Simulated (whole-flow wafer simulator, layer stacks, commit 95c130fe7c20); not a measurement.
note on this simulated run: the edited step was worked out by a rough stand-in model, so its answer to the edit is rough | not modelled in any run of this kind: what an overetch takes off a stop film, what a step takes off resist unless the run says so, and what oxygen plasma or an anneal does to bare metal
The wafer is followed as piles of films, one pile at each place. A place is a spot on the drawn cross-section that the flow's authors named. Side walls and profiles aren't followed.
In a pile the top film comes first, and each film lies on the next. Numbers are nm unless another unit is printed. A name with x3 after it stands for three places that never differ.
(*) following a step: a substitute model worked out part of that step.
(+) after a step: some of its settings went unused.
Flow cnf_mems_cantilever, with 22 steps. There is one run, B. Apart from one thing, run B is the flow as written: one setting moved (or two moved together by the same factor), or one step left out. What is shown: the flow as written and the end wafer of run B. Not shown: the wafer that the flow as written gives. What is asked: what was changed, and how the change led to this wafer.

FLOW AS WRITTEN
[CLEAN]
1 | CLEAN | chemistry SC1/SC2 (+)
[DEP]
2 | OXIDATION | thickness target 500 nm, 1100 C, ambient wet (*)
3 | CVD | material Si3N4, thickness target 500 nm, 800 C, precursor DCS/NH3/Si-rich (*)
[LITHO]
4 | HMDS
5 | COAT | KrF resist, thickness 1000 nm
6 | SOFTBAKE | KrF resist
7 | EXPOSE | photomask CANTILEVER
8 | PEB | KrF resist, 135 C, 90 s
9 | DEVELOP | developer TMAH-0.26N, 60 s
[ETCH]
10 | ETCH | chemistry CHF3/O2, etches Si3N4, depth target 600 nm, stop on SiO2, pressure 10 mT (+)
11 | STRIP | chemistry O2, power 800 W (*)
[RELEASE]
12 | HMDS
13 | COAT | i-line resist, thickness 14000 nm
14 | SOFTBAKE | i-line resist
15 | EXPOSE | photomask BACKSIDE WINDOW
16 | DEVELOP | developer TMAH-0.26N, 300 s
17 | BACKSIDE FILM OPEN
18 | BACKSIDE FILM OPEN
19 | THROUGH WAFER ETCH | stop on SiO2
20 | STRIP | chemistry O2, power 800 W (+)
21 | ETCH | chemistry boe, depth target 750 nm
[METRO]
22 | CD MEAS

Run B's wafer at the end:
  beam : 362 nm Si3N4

What caused this: step 3, CVD: thickness target 362 nm was run, while the flow as written has thickness target 500 nm.
The wafer lets one read it off: beam has Si3N4 362, and step 3 as written asks for 500 nm.

How this came from the change, step by step:
  3 | CVD | material Si3N4, thickness target 500 nm, 800 C, precursor DCS/NH3/Si-rich (*)
      field, beam: +362 Si3N4 (new film) (in the flow as written it would be: +500 Si3N4 (new film))
  10 | ETCH | chemistry CHF3/O2, etches Si3N4, depth target 600 nm, stop on SiO2, pressure 10 mT (+)
      field: -362 Si3N4 (all of it) (in the flow as written it would be: -500 Si3N4 (all of it))
      beam: -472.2 KrF resist (in the flow as written it would be: -521.7 KrF resist)
  11 | STRIP | chemistry O2, power 800 W (*)
      beam: -469.5 KrF resist (all of it) (in the flow as written it would be: -419.9 KrF resist (all of it))
